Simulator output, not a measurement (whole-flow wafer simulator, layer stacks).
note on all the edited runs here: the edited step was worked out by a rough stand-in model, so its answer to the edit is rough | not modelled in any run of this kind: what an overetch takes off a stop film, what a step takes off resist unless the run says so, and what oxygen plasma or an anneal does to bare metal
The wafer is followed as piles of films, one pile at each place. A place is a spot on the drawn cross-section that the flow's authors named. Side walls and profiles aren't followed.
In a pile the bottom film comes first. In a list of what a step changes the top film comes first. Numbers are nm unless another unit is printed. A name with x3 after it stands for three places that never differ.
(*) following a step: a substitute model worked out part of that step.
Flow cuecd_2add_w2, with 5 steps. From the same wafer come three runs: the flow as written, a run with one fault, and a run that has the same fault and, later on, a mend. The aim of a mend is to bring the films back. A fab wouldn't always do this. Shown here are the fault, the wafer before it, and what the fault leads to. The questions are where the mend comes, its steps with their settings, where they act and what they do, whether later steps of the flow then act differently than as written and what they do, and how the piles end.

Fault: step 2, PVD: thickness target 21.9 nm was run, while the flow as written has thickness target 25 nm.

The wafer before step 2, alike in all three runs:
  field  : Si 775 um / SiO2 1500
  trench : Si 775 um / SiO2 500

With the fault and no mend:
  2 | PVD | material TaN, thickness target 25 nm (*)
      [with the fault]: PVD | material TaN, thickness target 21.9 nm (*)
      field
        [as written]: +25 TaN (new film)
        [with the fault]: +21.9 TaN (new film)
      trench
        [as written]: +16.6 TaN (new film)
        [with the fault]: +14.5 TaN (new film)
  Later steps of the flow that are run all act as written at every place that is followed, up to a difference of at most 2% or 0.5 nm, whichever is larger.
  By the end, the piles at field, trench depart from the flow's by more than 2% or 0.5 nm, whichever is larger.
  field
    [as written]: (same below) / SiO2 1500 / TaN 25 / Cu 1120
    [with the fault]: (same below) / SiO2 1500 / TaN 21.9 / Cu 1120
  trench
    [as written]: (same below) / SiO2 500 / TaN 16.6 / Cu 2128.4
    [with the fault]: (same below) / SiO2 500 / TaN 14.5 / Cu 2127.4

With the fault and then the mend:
  The mend stands after step 2.
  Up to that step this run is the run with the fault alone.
  2a | PVD | material TaN, thickness target 3.1 nm (*) (the flow's step 2 again, with other settings)
      field
        +3.1 TaN
      trench
        +2.04 TaN
  Later steps of the flow that are run all act as written at every place that is followed.
  At every place that both follow, the piles at the end match the flow's.
